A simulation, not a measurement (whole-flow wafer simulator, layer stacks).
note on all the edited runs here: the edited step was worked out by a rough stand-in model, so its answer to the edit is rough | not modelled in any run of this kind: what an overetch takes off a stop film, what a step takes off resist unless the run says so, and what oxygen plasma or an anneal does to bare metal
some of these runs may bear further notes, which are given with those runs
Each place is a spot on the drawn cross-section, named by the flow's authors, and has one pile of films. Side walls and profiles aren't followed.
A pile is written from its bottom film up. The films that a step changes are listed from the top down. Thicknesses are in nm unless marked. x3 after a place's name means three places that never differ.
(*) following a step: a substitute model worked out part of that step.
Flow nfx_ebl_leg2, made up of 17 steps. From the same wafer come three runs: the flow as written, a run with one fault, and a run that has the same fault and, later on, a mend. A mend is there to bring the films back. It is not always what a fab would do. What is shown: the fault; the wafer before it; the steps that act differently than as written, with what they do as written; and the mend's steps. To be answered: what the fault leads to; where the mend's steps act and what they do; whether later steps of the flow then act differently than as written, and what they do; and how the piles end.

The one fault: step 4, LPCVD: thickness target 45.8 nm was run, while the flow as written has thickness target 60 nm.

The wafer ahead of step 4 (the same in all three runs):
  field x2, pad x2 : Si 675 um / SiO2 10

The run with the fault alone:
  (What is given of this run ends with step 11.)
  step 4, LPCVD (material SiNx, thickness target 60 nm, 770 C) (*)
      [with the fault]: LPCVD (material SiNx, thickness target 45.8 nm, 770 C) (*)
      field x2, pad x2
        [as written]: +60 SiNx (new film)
        [with the fault]: +45.8 SiNx (new film)
  Every later step of the flow up to step 11 that is run acts as written at every place that is followed.
  After step 11, at field x2, pad x2, the piles differ from the flow's by more than 2% or 0.5 nm, whichever is larger.
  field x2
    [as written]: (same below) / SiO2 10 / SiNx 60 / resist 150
    [with the fault]: (same below) / SiO2 10 / SiNx 45.8 / resist 150
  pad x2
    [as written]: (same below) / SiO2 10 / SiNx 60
    [with the fault]: (same below) / SiO2 10 / SiNx 45.8

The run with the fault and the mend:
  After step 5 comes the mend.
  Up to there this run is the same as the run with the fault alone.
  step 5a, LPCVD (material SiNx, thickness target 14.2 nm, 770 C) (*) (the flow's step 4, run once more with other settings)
      field x2, pad x2
        +14.2 SiNx
  Every later step of the flow that is run acts as written at every place that is followed.
  The piles end the same as the flow's at every place that both follow.
